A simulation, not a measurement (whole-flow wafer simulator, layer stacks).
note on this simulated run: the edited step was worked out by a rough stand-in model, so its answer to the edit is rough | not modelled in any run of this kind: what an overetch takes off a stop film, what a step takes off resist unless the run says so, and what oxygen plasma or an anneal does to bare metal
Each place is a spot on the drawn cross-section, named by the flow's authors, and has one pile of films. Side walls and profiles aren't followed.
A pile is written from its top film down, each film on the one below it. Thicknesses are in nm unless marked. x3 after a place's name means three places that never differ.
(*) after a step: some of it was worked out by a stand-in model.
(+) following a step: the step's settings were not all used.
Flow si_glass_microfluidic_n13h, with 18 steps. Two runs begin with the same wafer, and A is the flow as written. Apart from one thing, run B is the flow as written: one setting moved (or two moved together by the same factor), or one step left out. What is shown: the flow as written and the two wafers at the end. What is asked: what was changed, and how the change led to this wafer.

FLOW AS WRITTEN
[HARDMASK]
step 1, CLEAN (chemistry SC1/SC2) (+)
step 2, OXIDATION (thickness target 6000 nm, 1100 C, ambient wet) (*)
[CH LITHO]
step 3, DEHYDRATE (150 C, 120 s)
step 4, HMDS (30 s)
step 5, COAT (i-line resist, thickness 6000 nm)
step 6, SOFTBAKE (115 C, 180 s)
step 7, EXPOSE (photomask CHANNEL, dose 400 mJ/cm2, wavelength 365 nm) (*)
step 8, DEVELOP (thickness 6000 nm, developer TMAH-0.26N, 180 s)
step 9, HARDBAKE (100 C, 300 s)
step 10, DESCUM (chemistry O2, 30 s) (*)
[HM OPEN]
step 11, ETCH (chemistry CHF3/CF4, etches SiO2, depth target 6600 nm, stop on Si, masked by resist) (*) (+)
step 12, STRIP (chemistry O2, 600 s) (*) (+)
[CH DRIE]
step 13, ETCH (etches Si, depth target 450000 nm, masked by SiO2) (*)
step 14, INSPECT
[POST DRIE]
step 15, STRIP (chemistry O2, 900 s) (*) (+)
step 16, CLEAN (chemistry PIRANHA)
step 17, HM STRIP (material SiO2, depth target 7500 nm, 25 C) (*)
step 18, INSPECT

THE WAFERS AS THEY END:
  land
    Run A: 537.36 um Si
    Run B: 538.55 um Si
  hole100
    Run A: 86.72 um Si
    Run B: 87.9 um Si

Cause: step 2, OXIDATION: thickness target 3300 nm was run, though the flow has thickness target 6000 nm.

The path from the change to this, step by step:
  step 2, OXIDATION (thickness target 6000 nm, 1100 C, ambient wet) (*)
      land, hole100: A +6000 SiO2 (new film), -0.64 chemical SiO2 (all of it), -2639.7 Si | B +3300 SiO2 (new film), -0.64 chemical SiO2 (all of it), -1451.7 Si
  step 11, ETCH (chemistry CHF3/CF4, etches SiO2, depth target 6600 nm, stop on Si, masked by resist) (*) (+)
      land: A -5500 i-line resist | B -4125 i-line resist
      hole100: A -6000 SiO2 (all of it) | B -3300 SiO2 (all of it)
  step 12, STRIP (chemistry O2, 600 s) (*) (+)
      land: A -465 i-line resist (all of it) | B -1840 i-line resist (all of it)
  step 17, HM STRIP (material SiO2, depth target 7500 nm, 25 C) (*)
      land: A -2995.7 SiO2 (all of it) | B -295.7 SiO2 (all of it)
